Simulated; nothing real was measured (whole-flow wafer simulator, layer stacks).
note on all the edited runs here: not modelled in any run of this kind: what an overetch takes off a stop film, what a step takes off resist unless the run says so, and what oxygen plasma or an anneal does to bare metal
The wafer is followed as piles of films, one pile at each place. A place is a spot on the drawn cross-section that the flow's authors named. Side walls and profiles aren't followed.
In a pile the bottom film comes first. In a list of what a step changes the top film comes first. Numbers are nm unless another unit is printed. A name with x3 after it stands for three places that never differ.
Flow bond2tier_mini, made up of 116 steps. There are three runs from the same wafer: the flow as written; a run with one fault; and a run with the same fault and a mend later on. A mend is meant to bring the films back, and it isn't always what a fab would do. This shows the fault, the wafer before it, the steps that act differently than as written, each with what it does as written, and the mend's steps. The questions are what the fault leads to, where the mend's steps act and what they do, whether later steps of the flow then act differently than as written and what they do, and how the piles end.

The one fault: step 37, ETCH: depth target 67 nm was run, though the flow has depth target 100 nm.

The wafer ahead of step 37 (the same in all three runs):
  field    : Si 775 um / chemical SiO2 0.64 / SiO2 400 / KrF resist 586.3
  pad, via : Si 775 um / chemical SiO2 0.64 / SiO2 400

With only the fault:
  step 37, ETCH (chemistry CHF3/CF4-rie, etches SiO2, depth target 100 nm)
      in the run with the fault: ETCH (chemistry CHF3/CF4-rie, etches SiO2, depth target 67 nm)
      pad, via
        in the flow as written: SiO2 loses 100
        in the run with the fault: SiO2 loses 67
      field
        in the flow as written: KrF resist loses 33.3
        in the run with the fault: KrF resist loses 22.3
  Later steps of the flow acting differently than as written (2 more steps, not shown, differ only slightly: by at most 2% or 0.5 nm, whichever is larger):
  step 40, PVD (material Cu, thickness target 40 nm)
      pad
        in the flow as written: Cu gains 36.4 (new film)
        in the run with the fault: Cu gains 37.6 (new film)
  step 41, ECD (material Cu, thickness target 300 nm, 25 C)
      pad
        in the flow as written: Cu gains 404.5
        in the run with the fault: Cu gains 370
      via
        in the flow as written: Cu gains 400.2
        in the run with the fault: Cu gains 367.1
  By the end, the piles at pad depart from the flow's by more than 2% or 0.5 nm, whichever is larger.
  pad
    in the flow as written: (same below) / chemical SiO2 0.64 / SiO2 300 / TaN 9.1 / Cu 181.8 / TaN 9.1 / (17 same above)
    in the run with the fault: (same below) / chemical SiO2 0.64 / SiO2 333 / TaN 9.39 / Cu 148.5 / TaN 9.1 / (17 same above)

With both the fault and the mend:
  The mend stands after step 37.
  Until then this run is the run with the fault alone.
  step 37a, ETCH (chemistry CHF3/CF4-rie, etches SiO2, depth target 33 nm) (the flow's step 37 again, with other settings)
      pad, via
        SiO2 loses 33
      field
        KrF resist loses 11
  Later steps of the flow that are run all act as written at every place that is followed.
  At every place that both follow, the piles at the end match the flow's.
